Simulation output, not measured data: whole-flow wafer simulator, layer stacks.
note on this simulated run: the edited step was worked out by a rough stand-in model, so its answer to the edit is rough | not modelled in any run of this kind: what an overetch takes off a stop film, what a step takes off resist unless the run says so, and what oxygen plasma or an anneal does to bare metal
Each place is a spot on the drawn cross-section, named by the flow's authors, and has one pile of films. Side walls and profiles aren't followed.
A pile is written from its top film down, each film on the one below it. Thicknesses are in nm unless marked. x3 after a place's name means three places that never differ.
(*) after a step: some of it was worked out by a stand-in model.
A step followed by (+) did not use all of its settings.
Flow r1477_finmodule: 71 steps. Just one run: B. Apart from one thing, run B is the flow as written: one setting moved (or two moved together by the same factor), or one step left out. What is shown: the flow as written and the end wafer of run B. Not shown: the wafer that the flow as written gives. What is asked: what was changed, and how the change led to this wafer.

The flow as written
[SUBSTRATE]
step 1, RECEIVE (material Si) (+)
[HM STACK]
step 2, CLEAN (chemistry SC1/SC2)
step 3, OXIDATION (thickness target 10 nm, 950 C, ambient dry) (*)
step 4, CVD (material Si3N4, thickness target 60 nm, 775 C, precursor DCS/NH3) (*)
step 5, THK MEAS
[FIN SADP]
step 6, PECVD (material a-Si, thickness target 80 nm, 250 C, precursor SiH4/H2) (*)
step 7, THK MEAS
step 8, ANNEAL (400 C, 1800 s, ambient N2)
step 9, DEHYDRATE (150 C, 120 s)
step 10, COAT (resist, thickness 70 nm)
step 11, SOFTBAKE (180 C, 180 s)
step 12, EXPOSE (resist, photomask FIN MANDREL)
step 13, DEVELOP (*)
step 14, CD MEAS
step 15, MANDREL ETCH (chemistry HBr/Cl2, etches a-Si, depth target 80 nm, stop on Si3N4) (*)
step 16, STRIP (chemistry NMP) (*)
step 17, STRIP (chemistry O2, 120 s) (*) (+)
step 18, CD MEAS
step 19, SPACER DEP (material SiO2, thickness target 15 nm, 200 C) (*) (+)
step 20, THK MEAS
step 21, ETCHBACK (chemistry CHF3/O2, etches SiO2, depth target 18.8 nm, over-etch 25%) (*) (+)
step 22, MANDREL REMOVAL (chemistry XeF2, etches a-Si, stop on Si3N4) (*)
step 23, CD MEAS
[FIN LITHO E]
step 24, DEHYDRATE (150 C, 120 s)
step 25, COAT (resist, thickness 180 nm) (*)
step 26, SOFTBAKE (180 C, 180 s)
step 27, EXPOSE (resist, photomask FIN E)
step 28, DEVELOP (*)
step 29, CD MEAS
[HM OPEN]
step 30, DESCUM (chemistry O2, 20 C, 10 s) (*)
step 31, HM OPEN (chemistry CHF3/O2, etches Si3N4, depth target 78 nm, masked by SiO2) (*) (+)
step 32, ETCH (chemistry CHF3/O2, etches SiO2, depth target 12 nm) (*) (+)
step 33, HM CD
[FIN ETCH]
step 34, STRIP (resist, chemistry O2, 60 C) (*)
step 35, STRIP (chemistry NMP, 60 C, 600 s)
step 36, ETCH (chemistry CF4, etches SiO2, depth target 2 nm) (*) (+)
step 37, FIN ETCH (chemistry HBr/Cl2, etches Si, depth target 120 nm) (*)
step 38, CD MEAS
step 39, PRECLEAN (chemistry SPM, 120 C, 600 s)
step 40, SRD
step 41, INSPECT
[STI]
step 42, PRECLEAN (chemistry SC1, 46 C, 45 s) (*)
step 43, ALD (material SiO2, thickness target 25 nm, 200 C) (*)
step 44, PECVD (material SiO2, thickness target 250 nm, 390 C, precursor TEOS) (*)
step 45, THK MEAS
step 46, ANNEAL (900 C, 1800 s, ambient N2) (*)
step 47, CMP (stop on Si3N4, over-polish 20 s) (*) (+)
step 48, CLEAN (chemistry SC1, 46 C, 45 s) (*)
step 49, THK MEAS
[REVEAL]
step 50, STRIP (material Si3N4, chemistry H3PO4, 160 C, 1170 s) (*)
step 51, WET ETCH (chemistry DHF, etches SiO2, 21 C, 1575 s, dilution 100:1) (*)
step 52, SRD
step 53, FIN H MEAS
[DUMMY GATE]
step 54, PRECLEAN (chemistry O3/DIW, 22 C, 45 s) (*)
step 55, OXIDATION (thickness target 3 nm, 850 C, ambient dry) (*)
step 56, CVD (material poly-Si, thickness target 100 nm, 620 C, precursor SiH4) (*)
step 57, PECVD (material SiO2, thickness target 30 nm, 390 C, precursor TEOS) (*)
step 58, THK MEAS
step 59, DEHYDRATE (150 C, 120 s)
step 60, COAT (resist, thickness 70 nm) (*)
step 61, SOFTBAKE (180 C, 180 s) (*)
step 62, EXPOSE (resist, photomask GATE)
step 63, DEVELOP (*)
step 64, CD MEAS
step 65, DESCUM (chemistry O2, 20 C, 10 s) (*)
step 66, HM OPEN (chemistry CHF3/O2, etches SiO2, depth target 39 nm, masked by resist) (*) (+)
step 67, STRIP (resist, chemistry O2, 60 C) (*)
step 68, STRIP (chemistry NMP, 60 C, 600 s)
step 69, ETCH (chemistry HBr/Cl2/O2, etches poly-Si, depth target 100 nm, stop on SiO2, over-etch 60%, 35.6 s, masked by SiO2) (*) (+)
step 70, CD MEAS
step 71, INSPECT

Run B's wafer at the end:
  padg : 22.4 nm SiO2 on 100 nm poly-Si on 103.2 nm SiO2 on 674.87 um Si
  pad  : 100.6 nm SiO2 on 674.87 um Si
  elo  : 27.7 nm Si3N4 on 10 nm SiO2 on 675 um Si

The reason: step 69, ETCH: depth target 142.5 nm was run, though the flow has depth target 100 nm; step 69, ETCH: 50.7 s was run, where the flow has 35.6 s.

The path from the change to this, step by step:
  step 69, ETCH (chemistry HBr/Cl2/O2, etches poly-Si, depth target 100 nm, stop on SiO2, over-etch 60%, 35.6 s, masked by SiO2) (*) (+)
      padg, elg, esg and 15 more: -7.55 SiO2 (in the flow as written it would be: -5.3 SiO2)
      pad, eso, e40so and 8 more: -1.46 chemical SiO2 (all of it), -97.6 poly-Si (all of it), -2.67 SiO2 (in the flow as written it would be: -1.46 chemical SiO2 (all of it), -97.6 poly-Si (all of it), -0.42 SiO2)
      (and at 7 other places as well)
